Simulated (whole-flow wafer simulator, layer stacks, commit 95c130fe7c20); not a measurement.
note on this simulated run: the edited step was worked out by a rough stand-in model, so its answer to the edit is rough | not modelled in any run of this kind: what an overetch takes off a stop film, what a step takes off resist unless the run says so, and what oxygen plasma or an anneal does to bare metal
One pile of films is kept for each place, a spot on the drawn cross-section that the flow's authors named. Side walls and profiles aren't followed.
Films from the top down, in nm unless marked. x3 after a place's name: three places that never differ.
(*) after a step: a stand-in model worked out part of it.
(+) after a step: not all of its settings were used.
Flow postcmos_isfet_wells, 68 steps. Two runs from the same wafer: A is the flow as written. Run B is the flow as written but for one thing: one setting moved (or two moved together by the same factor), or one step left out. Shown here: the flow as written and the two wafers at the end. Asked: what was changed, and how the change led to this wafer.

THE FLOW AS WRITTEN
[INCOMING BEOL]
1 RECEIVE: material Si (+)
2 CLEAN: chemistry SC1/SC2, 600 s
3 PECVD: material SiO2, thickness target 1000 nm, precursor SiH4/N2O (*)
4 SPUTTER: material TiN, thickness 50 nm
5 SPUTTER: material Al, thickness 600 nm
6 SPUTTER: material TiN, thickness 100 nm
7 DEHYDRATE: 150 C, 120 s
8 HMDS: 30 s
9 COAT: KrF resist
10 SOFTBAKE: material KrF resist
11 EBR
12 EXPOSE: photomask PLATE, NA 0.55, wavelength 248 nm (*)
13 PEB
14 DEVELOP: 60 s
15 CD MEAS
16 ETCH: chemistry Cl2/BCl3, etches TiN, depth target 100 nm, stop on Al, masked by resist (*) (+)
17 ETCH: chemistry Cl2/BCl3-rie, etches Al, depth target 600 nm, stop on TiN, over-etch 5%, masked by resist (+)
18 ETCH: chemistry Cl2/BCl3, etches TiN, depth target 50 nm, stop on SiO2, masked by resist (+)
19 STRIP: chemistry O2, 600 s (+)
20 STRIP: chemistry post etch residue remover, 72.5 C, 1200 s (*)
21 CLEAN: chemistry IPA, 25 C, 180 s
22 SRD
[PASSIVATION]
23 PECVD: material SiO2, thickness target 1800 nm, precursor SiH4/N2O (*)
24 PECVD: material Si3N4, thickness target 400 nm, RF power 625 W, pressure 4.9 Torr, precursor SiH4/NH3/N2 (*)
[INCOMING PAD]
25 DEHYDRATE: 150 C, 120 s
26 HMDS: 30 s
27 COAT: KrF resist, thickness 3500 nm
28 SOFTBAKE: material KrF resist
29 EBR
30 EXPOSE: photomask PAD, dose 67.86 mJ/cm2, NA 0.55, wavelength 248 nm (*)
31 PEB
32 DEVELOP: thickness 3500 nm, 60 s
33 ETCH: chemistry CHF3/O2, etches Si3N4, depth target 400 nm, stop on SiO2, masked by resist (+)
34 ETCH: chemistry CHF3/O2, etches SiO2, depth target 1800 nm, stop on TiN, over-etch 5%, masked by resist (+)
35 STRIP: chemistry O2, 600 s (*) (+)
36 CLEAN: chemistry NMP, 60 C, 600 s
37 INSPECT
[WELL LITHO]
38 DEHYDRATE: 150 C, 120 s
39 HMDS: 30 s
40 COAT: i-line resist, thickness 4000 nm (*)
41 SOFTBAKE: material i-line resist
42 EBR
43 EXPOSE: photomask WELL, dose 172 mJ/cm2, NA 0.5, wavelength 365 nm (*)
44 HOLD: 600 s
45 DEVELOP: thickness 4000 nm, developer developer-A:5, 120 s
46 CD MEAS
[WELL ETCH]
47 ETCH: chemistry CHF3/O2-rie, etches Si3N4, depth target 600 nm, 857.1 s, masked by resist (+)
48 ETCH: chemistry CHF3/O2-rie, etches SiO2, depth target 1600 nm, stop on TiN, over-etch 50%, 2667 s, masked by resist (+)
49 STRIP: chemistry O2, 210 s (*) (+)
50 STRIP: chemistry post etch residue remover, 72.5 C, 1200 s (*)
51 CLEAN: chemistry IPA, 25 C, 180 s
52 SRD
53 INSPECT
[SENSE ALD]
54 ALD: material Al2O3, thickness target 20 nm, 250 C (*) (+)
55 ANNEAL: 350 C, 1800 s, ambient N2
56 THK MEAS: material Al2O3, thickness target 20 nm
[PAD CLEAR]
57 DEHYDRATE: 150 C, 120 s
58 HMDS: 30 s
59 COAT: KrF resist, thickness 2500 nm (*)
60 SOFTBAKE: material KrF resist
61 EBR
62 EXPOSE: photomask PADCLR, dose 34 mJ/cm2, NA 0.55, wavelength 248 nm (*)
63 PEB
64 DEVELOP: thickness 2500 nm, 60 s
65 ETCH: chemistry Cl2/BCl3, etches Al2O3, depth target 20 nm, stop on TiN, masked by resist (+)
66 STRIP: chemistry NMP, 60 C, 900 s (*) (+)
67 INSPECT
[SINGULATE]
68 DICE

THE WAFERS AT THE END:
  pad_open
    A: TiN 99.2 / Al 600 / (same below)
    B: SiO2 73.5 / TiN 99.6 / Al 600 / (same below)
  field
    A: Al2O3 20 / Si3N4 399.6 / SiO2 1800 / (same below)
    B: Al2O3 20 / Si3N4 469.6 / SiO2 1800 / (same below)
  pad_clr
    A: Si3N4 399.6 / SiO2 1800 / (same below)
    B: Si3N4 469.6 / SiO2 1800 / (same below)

The cause: step 24, PECVD: thickness target 470 nm was run, where the flow has thickness target 400 nm.

How the change led to this, step by step:
  24 PECVD: material Si3N4, thickness target 400 nm, RF power 625 W, pressure 4.9 Torr, precursor SiH4/NH3/N2 (*)
      field, margin, well900, well1300 x3, pad_rim, pad_clr, pad_open: A Si3N4 +400 (new film) | B Si3N4 +470 (new film)
  33 ETCH: chemistry CHF3/O2, etches Si3N4, depth target 400 nm, stop on SiO2, masked by resist (+)
      pad_open: A Si3N4 -400 (all of it) | B Si3N4 -400
  34 ETCH: chemistry CHF3/O2, etches SiO2, depth target 1800 nm, stop on TiN, over-etch 5%, masked by resist (+)
      pad_open: A SiO2 -1800 (all of it) | B Si3N4 -70 (all of it), SiO2 -1726.5
  47 ETCH: chemistry CHF3/O2-rie, etches Si3N4, depth target 600 nm, 857.1 s, masked by resist (+)
      well900, well1300 x3: A Si3N4 -400 (all of it), SiO2 -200 | B Si3N4 -470 (all of it), SiO2 -130
  48 ETCH: chemistry CHF3/O2-rie, etches SiO2, depth target 1600 nm, stop on TiN, over-etch 50%, 2667 s, masked by resist (+)
      well900, well1300 x3: A SiO2 -1600 (all of it) | B SiO2 -1670 (all of it)
  59 COAT: KrF resist, thickness 2500 nm (*)
      field: A KrF resist +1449 (new film) | B KrF resist +1415.6 (new film)
      margin: A KrF resist +1448.9 (new film) | B KrF resist +1415.5 (new film)
  66 STRIP: chemistry NMP, 60 C, 900 s (*) (+)
      field, margin: A KrF resist -1400.1 (all of it) | B KrF resist -1366.9 (all of it)
